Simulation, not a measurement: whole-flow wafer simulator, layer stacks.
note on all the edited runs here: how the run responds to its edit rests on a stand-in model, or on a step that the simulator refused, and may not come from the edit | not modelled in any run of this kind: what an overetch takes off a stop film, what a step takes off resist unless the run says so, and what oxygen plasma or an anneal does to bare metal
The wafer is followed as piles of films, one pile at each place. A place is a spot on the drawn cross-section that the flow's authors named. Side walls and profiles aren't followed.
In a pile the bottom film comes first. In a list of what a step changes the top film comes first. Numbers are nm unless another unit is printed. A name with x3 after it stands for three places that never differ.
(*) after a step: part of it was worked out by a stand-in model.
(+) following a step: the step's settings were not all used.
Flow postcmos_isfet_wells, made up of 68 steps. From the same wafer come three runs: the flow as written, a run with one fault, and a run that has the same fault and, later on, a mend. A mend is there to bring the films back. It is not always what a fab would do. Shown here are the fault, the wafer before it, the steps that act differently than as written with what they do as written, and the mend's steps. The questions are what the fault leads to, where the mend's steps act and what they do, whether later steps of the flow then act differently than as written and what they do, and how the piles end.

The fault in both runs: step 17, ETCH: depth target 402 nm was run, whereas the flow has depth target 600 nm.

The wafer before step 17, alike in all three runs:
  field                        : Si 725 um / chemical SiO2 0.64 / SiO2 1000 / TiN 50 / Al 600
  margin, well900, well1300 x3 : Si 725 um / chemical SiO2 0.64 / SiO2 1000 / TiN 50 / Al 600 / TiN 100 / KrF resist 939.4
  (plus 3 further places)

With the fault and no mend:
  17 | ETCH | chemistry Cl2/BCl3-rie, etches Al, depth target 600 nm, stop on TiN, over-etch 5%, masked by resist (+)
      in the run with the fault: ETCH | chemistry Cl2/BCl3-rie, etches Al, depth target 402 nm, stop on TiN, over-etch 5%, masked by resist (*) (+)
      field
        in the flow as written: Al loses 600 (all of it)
        in the run with the fault: Al loses 402
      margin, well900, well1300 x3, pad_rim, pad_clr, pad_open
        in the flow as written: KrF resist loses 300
        in the run with the fault: KrF resist loses 201
  Steps further on in the flow that do not act as written:
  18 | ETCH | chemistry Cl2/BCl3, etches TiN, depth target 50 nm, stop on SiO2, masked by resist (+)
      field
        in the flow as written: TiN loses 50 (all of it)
        in the run with the fault: Al loses 50
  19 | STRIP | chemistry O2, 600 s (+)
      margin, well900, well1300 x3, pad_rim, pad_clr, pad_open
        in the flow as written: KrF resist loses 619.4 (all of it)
        in the run with the fault: KrF resist loses 718.4 (all of it)
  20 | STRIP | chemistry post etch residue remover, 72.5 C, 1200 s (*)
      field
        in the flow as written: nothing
        in the run with the fault: Al loses 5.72
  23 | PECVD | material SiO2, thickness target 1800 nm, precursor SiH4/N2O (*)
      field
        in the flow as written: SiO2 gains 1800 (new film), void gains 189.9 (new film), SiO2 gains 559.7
        in the run with the fault: SiO2 gains 2357.3 (new film)
  At field, the piles at the end differ from the flow's by more than 2% or 0.5 nm, whichever is larger.
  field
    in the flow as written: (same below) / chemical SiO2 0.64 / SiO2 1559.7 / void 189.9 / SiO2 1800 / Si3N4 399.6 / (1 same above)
    in the run with the fault: (same below) / chemical SiO2 0.64 / SiO2 1000 / TiN 50 / Al 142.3 / SiO2 2357.3 / Si3N4 399.6 / (1 same above)

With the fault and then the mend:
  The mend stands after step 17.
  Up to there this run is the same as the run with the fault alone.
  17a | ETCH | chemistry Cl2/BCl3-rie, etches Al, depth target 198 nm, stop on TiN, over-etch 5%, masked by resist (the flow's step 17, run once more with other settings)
      margin, well900, well1300 x3, pad_rim, pad_clr, pad_open
        KrF resist loses 99
      field
        Al loses 198 (all of it)
  Every later step of the flow that is run acts as written at every place that is followed.
  At every place that both follow, the piles at the end match the flow's.
